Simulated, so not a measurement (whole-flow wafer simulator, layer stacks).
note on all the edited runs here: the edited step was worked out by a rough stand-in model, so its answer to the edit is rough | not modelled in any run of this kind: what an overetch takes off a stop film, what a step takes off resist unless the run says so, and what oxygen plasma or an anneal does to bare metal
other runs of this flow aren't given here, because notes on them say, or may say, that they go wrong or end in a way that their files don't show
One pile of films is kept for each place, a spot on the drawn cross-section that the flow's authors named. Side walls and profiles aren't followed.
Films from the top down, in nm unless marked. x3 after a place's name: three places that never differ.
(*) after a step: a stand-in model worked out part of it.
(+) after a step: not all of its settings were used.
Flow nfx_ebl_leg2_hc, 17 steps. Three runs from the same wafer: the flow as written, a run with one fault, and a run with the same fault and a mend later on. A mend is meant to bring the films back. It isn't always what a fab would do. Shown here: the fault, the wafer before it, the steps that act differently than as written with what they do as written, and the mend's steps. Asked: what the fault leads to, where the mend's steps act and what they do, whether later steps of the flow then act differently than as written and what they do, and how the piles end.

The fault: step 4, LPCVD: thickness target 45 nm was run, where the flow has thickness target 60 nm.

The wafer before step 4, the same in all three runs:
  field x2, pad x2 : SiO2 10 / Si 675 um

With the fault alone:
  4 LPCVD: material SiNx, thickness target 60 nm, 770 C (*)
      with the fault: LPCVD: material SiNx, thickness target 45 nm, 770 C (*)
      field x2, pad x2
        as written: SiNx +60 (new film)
        with the fault: SiNx +45 (new film)
  Later steps of the flow that act differently than as written:
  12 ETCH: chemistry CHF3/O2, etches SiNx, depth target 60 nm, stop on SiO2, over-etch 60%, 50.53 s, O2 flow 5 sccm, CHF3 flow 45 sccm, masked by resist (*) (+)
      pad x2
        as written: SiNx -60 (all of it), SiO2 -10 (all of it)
        with the fault: SiNx -45 (all of it), SiO2 -10 (all of it)
  At the end the piles differ from the flow's by more than 2% or 0.5 nm, whichever is larger, at field x2.
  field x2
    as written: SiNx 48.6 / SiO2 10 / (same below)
    with the fault: SiNx 33.6 / SiO2 10 / (same below)

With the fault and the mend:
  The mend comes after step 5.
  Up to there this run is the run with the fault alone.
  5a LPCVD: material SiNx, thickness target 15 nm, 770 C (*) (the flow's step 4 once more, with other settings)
      field x2, pad x2
        SiNx +15
  No later step of the flow acts differently than as written at any place that is followed.
  At the end the piles are the same as the flow's at every place that both follow.
